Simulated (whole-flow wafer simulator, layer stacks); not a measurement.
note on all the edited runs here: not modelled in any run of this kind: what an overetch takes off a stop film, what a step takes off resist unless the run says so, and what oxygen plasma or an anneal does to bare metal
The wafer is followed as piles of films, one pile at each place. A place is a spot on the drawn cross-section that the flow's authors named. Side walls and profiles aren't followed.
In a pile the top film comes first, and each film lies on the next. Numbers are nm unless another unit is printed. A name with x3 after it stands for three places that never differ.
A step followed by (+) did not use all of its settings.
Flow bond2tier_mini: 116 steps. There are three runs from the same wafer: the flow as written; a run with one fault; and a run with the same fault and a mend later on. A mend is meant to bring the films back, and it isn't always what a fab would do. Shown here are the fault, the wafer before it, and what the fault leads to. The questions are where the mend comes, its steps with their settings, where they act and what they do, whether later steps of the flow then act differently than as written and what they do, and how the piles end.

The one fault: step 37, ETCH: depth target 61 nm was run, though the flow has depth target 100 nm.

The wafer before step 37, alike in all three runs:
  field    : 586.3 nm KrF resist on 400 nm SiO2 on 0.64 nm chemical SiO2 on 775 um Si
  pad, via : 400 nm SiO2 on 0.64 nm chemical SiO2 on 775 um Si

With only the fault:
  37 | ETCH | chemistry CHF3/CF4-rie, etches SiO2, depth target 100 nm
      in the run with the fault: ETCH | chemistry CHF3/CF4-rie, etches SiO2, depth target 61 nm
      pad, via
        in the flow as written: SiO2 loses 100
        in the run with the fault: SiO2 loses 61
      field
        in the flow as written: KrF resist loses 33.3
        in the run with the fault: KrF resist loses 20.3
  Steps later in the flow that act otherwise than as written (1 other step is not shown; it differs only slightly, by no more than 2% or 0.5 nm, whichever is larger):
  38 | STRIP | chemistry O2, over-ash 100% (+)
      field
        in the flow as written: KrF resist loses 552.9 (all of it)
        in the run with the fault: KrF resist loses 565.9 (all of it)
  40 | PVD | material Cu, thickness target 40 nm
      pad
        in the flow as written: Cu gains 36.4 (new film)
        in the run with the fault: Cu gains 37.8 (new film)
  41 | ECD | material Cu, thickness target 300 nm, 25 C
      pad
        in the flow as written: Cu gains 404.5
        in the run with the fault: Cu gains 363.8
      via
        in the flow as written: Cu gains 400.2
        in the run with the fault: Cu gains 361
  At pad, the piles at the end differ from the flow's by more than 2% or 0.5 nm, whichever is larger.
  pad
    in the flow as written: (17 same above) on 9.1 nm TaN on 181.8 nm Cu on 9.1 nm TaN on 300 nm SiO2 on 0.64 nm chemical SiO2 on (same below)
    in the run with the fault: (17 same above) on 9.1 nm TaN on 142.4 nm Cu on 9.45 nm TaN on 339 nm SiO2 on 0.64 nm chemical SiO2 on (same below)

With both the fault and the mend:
  The mend stands after step 37.
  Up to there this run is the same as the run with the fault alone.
  37a | ETCH | chemistry CHF3/CF4-rie, etches SiO2, depth target 39 nm (the flow's step 37 again, with other settings)
      pad, via
        SiO2 loses 39
      field
        KrF resist loses 13
  None of the later steps of the flow acts differently than as written at any place that is followed.
  By the end, the piles equal the flow's at every place that both follow.
